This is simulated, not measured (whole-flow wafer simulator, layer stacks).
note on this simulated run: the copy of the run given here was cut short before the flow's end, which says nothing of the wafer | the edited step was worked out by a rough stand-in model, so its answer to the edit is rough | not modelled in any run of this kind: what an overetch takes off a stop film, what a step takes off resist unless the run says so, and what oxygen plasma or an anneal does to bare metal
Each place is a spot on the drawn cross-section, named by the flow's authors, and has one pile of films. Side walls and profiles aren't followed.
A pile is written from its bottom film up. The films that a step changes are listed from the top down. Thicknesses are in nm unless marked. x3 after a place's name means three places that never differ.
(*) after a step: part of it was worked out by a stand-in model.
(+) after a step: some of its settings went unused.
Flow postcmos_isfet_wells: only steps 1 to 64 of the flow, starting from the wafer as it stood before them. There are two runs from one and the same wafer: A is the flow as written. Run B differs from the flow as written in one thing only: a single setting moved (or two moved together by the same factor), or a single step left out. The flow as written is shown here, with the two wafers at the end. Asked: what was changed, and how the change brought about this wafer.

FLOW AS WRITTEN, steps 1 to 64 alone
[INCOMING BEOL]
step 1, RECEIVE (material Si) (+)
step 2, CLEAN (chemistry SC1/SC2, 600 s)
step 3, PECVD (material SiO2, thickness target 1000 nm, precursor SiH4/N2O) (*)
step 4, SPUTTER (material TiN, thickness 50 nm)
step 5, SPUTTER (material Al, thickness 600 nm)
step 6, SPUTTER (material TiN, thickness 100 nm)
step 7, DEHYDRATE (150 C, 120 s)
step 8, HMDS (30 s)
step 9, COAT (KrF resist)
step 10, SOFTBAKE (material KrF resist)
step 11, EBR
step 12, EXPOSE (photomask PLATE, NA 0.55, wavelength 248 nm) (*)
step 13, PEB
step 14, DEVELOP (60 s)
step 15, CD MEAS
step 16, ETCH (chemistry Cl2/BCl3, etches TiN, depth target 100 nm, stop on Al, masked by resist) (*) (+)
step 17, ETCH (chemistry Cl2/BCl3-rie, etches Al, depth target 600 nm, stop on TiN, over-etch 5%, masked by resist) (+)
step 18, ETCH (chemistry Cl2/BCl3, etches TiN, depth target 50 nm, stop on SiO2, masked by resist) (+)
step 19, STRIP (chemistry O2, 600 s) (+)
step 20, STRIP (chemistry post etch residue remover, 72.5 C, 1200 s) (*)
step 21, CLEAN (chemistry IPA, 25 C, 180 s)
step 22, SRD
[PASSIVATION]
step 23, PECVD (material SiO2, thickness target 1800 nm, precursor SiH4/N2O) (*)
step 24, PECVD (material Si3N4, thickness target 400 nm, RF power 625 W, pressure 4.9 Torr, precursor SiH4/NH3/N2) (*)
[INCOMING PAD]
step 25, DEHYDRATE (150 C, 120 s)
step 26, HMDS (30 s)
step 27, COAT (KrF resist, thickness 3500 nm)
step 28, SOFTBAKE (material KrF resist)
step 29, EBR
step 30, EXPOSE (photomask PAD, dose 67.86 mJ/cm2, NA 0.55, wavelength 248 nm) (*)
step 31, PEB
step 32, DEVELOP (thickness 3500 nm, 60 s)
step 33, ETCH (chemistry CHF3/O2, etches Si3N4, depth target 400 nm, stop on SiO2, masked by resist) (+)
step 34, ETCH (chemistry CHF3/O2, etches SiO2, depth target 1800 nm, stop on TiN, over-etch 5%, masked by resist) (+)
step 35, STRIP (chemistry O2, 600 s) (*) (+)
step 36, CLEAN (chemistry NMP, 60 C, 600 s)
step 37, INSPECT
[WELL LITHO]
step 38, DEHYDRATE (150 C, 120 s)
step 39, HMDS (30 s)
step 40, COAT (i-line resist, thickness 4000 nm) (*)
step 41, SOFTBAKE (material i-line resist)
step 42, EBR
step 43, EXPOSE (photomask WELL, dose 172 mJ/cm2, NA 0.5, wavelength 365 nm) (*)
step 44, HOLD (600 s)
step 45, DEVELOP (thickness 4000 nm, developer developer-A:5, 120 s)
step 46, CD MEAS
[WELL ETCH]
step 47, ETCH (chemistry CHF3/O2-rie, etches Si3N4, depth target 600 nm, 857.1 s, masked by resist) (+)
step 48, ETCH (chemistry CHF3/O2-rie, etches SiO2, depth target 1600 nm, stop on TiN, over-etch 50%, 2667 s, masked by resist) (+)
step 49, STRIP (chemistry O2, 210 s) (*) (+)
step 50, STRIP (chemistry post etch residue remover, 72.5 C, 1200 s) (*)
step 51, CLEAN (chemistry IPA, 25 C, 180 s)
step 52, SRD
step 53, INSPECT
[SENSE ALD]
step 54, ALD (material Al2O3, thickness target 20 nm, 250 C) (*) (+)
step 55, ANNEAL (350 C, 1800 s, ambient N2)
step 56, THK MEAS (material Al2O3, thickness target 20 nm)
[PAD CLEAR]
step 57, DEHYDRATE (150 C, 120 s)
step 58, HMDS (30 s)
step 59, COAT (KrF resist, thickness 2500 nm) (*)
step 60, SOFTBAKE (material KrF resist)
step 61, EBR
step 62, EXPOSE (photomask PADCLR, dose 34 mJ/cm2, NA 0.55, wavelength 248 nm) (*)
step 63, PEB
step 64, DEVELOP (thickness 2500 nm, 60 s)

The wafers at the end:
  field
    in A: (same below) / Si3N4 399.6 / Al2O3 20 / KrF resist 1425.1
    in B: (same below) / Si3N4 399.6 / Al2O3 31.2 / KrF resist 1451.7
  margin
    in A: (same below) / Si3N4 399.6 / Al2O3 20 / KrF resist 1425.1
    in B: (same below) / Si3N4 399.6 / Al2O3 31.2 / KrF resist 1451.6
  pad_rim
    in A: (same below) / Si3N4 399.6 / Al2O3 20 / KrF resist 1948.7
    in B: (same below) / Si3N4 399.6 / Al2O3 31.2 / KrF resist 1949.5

The reason: step 54, ALD: thickness target 31.2 nm was run, though the flow has thickness target 20 nm.
The wafer lets one read it off: field has Al2O3 31.2, and step 54 as written asks for 20 nm.

The path from the change to this, step by step:
  step 54, ALD (material Al2O3, thickness target 20 nm, 250 C) (*) (+)
      field, margin, well900, well1300 x3, pad_rim, pad_clr, pad_open: A +20 Al2O3 (new film) | B +31.2 Al2O3 (new film)
